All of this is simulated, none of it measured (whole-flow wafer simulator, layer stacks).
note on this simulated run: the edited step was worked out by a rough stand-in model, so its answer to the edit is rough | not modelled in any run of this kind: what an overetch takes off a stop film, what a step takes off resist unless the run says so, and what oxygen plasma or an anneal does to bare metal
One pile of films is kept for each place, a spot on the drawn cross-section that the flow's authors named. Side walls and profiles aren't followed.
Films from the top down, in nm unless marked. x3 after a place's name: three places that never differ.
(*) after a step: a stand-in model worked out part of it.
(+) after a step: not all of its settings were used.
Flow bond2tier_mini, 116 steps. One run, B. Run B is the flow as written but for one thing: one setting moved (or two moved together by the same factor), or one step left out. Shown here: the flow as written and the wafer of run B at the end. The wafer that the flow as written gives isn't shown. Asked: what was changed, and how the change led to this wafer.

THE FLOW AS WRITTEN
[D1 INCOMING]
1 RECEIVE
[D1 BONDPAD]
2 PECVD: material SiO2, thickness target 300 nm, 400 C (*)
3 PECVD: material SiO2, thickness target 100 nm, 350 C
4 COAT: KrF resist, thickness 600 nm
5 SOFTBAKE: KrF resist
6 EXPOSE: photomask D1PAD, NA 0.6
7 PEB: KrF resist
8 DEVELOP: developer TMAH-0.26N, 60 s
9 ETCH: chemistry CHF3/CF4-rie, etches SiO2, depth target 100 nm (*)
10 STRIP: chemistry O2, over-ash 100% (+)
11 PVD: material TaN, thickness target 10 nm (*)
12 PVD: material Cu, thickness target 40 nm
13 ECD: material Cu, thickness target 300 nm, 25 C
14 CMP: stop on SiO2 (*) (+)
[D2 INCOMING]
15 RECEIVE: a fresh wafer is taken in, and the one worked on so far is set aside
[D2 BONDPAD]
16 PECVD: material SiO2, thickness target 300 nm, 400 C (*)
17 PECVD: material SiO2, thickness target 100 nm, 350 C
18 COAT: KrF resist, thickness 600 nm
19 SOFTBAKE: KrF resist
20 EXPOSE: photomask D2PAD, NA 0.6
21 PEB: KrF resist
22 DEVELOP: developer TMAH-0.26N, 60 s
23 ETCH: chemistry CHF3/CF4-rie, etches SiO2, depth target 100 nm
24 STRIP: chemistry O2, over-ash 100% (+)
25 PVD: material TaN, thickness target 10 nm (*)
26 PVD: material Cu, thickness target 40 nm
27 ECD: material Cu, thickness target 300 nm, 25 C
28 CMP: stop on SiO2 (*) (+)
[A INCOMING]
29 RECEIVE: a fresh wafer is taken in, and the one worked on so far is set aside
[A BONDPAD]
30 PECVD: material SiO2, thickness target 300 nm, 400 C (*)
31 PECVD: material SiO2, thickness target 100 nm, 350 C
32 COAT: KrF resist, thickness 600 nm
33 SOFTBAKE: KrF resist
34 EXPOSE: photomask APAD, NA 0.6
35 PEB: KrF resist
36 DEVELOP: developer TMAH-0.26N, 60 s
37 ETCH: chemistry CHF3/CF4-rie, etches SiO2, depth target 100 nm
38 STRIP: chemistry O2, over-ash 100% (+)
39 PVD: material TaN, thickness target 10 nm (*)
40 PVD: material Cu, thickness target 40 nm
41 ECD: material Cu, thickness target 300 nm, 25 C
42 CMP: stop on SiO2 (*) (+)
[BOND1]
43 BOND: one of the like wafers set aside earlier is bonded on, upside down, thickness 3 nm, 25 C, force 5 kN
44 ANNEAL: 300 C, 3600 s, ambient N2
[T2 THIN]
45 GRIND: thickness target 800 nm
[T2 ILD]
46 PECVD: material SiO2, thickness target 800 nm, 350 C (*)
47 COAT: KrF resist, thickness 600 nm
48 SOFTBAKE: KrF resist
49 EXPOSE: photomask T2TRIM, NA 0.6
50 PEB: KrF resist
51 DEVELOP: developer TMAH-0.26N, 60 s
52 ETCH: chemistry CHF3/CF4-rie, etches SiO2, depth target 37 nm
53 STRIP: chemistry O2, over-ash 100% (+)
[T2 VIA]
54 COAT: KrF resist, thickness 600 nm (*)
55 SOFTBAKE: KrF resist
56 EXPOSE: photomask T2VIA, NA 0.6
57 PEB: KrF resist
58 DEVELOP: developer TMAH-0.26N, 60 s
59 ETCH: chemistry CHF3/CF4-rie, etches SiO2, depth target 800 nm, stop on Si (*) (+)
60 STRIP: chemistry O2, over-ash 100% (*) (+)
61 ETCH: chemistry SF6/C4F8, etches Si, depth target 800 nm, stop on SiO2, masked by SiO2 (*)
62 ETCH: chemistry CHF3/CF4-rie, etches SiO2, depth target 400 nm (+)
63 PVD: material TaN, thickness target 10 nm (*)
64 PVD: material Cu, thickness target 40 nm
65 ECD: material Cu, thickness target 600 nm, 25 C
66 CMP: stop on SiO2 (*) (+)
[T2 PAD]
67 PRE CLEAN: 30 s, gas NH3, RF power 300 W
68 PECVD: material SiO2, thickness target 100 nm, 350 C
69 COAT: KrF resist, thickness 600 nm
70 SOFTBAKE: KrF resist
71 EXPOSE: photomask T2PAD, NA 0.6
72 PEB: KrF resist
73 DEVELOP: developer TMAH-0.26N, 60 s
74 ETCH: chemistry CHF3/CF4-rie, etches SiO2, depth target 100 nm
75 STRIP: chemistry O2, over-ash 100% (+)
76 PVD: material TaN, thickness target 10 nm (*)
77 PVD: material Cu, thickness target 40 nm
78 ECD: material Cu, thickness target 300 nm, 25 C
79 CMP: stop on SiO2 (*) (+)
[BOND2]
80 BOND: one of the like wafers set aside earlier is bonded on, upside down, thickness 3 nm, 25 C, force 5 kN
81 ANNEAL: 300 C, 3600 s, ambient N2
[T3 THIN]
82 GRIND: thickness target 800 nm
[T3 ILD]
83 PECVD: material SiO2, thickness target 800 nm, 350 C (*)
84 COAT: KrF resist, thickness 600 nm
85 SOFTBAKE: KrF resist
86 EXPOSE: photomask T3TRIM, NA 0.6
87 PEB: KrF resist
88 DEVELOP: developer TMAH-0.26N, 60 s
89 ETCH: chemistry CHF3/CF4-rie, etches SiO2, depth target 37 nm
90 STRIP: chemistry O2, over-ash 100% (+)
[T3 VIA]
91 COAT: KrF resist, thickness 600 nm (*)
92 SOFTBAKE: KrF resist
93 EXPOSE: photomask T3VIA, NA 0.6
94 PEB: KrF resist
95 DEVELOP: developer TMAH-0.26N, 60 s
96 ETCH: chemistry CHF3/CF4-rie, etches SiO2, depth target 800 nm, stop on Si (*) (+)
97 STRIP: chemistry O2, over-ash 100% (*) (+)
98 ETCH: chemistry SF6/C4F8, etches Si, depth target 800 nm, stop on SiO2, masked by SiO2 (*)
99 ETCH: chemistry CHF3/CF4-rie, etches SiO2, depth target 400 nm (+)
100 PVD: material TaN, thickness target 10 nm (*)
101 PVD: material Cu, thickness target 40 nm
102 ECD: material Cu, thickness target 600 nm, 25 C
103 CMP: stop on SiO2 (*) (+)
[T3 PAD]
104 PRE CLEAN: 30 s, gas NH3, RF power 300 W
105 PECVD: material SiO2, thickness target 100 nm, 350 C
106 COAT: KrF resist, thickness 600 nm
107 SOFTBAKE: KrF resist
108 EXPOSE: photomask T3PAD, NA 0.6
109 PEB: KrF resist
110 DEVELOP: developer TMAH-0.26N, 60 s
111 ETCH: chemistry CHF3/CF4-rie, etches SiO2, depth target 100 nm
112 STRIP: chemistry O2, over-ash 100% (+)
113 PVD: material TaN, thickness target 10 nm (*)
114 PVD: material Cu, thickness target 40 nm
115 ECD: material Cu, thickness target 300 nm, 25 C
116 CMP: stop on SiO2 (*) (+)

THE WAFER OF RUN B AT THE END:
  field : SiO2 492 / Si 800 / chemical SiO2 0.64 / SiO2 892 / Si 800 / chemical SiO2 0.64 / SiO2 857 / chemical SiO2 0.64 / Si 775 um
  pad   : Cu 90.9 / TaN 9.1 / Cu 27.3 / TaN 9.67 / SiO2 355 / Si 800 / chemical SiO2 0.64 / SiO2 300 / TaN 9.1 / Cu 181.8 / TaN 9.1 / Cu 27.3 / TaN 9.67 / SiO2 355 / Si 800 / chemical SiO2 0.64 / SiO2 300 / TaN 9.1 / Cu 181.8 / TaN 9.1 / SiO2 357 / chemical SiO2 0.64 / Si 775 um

The cause: step 30, PECVD: thickness target 357 nm was run, where the flow has thickness target 300 nm.
It can be read off the wafer: pad has SiO2 357, and step 30 as written asks for 300 nm.

How the change led to this, step by step:
  30 PECVD: material SiO2, thickness target 300 nm, 400 C (*)
      field, pad, via: SiO2 +357 (new film) (as written it would be: SiO2 +300 (new film))
